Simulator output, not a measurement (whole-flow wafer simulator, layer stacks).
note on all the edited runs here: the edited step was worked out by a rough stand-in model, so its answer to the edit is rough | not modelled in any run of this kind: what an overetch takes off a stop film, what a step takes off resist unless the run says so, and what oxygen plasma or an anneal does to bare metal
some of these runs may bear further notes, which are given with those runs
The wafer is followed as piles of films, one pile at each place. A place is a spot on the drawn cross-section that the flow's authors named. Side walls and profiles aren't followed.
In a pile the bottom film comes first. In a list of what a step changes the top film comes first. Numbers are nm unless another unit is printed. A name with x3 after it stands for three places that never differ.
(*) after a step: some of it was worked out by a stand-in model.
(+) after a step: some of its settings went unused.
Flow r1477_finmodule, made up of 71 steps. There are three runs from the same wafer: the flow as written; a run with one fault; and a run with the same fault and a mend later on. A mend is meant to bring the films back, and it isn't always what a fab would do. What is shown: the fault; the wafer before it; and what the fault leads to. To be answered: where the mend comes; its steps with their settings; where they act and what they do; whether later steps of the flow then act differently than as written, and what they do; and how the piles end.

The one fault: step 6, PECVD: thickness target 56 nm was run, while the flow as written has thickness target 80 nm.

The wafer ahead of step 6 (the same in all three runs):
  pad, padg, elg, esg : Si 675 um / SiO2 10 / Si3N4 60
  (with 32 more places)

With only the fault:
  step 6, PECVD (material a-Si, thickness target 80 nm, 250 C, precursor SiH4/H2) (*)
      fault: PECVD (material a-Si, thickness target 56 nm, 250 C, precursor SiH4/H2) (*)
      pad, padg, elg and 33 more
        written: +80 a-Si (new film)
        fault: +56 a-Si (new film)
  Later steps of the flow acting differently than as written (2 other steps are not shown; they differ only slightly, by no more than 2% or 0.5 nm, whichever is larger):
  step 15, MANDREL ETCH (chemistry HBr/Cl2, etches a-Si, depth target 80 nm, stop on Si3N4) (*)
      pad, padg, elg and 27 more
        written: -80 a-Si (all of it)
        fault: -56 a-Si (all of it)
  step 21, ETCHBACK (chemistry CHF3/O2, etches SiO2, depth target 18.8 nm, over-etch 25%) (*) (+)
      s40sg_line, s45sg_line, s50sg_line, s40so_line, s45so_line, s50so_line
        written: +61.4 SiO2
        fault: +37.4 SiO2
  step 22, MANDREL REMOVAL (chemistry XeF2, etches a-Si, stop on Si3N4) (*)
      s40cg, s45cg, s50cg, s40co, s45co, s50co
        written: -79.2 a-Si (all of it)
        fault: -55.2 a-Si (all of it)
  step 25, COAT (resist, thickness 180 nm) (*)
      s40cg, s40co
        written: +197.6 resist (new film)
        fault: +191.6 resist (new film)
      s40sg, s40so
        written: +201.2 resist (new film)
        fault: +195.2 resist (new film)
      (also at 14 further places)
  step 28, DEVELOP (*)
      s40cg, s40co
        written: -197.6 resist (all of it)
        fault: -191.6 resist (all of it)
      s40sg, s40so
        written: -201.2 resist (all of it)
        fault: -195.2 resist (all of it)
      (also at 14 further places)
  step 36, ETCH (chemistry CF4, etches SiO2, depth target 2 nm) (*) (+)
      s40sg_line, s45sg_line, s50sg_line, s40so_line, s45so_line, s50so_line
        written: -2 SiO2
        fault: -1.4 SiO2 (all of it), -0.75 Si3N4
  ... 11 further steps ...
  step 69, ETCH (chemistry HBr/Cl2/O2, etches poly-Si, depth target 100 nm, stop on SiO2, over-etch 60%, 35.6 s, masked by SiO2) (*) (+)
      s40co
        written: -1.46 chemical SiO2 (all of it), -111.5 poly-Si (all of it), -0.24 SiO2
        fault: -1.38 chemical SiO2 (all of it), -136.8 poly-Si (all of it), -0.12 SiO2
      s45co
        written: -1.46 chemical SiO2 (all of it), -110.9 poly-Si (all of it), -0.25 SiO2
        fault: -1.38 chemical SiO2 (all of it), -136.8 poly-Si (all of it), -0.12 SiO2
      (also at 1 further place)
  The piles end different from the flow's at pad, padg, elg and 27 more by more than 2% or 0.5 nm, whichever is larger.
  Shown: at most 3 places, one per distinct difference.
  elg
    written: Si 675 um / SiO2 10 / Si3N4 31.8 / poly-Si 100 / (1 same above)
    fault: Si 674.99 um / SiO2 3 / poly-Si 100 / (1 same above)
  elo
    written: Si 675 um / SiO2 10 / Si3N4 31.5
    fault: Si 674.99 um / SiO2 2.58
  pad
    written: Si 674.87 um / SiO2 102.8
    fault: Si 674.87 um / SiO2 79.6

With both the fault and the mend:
  The mend follows step 7.
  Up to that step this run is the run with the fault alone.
  step 7a, PECVD (material a-Si, thickness target 24 nm, 250 C, precursor SiH4/H2) (*) (the flow's step 6 again, with other settings)
      pad, padg, elg and 33 more
        +24 a-Si
  Later steps of the flow that are run all act as written at every place that is followed.
  At every place that both follow, the piles at the end match the flow's.
